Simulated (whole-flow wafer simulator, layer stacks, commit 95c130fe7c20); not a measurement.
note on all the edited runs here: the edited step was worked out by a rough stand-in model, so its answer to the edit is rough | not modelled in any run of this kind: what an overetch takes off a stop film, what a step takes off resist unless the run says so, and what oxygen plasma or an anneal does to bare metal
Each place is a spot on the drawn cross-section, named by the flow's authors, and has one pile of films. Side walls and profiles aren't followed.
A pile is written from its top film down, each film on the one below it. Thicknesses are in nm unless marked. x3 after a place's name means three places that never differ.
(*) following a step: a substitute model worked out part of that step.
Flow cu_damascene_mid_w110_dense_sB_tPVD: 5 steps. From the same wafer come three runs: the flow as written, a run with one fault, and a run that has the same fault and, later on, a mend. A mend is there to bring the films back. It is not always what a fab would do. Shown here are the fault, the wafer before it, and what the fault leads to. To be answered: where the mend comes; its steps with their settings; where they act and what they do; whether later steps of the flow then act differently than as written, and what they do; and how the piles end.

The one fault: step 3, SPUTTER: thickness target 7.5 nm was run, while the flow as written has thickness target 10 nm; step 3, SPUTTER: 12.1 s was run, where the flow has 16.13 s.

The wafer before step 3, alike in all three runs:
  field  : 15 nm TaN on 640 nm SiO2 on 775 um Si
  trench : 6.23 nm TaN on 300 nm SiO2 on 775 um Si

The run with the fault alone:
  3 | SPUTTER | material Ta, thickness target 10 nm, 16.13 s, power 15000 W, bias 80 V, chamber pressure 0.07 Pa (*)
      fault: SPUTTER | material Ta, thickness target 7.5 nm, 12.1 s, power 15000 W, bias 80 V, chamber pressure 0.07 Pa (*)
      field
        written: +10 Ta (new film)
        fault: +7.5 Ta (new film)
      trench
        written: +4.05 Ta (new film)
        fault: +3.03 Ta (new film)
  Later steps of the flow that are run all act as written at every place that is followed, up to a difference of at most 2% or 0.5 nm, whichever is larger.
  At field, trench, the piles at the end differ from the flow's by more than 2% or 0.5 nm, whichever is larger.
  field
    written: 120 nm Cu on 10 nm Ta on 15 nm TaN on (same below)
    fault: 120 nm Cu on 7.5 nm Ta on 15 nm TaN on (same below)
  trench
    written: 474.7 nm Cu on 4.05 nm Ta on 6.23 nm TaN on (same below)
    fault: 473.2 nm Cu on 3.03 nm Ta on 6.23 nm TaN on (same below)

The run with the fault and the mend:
  After step 3 comes the mend.
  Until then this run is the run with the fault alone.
  3a | SPUTTER | material Ta, thickness target 2.5 nm, 4.032 s, power 15000 W, bias 80 V, chamber pressure 0.07 Pa (*) (the flow's step 3 again, with other settings)
      field
        +2.5 Ta
      trench
        +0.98 Ta
  Later steps of the flow that are run all act as written at every place that is followed, up to a difference of at most 2% or 0.5 nm, whichever is larger.
  When the end is reached, the piles differ only a little from the flow's at the places that both follow, at most by 2% or 0.5 nm, whichever is larger.
